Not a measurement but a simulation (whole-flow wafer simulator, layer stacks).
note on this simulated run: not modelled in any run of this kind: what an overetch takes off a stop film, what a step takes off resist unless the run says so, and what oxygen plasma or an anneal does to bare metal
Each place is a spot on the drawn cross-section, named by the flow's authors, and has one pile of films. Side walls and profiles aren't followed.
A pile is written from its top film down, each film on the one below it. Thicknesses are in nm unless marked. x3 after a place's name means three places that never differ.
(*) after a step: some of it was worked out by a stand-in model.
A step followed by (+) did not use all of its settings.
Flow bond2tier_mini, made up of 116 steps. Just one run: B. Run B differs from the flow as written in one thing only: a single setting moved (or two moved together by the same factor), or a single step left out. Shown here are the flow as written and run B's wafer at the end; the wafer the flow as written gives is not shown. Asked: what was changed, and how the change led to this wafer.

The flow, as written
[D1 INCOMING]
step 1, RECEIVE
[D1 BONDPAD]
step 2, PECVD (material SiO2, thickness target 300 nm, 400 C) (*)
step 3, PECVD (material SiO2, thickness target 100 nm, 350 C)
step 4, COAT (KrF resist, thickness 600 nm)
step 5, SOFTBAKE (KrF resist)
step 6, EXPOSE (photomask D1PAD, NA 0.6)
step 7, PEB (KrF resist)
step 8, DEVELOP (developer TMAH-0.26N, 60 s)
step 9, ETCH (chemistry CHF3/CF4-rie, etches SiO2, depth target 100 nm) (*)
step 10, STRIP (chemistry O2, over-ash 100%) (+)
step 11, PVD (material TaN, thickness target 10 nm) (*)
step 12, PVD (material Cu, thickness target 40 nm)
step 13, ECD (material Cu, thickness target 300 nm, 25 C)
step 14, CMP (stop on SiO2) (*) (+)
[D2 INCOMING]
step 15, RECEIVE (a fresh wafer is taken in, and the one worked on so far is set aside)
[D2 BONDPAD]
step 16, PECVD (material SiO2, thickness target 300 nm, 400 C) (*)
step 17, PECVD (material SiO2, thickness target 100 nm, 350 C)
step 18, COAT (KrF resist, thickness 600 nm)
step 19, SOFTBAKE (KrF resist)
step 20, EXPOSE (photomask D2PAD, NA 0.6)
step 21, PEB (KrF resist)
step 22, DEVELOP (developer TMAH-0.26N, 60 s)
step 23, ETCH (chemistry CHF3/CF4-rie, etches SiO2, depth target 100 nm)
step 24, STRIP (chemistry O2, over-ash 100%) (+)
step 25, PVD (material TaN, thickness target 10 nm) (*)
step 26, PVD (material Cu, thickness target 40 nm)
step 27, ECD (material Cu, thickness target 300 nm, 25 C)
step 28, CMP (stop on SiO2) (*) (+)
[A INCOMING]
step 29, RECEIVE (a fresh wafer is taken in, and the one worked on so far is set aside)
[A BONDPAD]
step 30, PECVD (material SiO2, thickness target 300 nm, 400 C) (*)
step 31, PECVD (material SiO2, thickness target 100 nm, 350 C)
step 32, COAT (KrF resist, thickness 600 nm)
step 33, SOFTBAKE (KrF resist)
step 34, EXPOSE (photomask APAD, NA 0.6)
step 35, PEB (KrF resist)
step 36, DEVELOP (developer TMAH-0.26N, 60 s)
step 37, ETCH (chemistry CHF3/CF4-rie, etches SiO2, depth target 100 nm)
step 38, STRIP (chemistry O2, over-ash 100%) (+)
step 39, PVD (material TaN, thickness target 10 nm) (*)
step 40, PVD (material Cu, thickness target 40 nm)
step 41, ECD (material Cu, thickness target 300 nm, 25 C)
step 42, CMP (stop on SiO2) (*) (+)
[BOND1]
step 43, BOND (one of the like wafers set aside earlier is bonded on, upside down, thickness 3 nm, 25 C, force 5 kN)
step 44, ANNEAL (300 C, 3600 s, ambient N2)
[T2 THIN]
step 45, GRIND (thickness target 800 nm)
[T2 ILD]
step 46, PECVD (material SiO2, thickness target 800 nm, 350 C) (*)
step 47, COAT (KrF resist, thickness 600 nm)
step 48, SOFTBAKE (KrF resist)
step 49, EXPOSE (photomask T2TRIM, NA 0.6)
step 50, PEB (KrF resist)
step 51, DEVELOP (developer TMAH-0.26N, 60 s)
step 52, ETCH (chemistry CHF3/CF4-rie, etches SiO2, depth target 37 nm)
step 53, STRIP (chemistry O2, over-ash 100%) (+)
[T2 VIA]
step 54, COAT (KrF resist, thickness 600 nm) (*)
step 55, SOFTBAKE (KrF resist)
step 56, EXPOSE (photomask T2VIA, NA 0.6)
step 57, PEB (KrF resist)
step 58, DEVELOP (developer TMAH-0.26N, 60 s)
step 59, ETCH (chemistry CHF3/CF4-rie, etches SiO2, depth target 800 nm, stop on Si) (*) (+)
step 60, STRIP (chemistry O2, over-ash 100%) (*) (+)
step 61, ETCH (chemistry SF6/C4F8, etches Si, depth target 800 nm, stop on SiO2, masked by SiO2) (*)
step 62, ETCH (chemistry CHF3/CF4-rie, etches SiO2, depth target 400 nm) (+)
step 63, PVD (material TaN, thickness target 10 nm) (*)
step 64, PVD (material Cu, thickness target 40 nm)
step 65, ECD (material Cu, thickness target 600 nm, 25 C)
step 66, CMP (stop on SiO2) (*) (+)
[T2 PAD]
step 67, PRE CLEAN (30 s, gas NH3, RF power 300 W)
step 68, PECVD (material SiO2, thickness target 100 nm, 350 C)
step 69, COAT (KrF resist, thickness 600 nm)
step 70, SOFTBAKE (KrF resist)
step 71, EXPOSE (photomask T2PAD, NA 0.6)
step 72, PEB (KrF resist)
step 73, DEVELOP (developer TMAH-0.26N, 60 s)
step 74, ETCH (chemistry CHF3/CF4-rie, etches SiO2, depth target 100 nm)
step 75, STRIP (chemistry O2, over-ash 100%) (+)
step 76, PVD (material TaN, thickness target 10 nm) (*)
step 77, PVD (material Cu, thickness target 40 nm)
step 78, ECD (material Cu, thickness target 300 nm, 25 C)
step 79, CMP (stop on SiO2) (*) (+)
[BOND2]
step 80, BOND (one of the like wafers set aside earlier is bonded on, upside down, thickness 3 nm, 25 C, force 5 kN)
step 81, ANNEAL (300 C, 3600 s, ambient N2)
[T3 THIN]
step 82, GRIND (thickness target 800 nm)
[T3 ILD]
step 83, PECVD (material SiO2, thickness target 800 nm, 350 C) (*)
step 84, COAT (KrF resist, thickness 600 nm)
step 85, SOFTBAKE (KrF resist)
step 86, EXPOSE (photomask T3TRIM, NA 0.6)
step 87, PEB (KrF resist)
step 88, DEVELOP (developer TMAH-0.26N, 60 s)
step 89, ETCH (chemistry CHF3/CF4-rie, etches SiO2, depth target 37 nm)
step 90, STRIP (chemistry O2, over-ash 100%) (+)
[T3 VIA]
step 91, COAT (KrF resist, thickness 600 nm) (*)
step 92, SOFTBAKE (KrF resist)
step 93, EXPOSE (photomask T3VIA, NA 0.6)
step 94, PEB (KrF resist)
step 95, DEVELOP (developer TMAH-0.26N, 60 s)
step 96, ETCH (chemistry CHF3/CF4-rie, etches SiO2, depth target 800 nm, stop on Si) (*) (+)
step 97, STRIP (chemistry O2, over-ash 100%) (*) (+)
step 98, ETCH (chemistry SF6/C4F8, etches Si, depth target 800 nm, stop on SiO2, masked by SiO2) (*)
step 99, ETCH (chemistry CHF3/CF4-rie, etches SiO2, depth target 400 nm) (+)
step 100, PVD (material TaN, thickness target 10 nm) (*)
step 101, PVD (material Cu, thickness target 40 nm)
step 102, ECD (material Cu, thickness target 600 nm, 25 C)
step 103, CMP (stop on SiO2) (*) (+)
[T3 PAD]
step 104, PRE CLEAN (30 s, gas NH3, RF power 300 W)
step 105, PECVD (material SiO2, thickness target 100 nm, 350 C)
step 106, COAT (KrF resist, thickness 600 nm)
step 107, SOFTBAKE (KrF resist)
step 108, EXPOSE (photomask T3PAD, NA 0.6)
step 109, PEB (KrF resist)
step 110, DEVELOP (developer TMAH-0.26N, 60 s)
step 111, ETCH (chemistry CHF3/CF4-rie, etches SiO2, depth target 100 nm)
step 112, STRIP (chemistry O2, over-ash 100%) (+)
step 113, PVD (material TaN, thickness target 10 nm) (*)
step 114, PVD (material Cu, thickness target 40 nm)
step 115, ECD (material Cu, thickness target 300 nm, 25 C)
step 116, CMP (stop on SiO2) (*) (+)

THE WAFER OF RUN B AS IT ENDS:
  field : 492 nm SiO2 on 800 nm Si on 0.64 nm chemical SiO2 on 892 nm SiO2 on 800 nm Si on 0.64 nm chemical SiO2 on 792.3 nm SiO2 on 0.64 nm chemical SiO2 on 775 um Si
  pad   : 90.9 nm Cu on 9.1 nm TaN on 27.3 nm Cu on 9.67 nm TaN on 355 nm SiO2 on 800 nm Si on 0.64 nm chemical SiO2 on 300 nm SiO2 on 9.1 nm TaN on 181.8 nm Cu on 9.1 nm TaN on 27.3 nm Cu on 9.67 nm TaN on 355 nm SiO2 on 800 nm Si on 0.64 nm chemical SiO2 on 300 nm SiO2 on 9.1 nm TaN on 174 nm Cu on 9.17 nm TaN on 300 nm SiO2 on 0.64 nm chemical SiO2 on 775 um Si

The reason: step 31, PECVD: thickness target 92.3 nm was run, while the flow as written has thickness target 100 nm; step 37, ETCH: depth target 92.3 nm was run, where the flow has depth target 100 nm.

Step by step, how the change led to this:
  step 31, PECVD (material SiO2, thickness target 100 nm, 350 C)
      field, pad, via: +92.3 SiO2 (it would be, as written: +100 SiO2)
  step 37, ETCH (chemistry CHF3/CF4-rie, etches SiO2, depth target 100 nm)
      pad, via: -92.3 SiO2 (it would be, as written: -100 SiO2)
      field: -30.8 KrF resist (it would be, as written: -33.3 KrF resist)
